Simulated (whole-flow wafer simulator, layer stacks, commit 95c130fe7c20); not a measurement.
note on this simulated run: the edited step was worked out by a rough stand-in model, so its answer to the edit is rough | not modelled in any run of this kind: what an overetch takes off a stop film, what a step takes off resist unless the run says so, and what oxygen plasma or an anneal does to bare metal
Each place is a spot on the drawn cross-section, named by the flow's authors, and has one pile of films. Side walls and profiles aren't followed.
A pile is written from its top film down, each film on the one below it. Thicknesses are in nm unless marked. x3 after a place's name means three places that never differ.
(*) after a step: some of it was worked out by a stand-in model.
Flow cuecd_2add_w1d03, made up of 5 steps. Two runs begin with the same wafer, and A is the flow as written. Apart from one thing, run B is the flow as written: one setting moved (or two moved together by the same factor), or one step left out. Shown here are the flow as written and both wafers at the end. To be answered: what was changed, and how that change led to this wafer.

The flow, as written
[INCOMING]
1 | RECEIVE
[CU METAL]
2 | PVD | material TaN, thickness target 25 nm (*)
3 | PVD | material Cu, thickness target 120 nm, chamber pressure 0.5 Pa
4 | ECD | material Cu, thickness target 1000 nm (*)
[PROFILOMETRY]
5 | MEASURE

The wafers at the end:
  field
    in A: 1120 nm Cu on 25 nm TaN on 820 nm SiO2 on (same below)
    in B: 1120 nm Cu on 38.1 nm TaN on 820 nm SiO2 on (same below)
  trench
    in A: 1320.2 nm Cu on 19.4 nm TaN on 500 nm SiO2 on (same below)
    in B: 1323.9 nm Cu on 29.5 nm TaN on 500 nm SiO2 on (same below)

What caused this: step 2, PVD: thickness target 38.1 nm was run, whereas the flow has thickness target 25 nm.
One can read it off the wafer: field has TaN 38.1, and step 2 as written asks for 25 nm.

How this came from the change, step by step:
  2 | PVD | material TaN, thickness target 25 nm (*)
      field: A TaN gains 25 (new film) | B TaN gains 38.1 (new film)
      trench: A TaN gains 19.4 (new film) | B TaN gains 29.5 (new film)
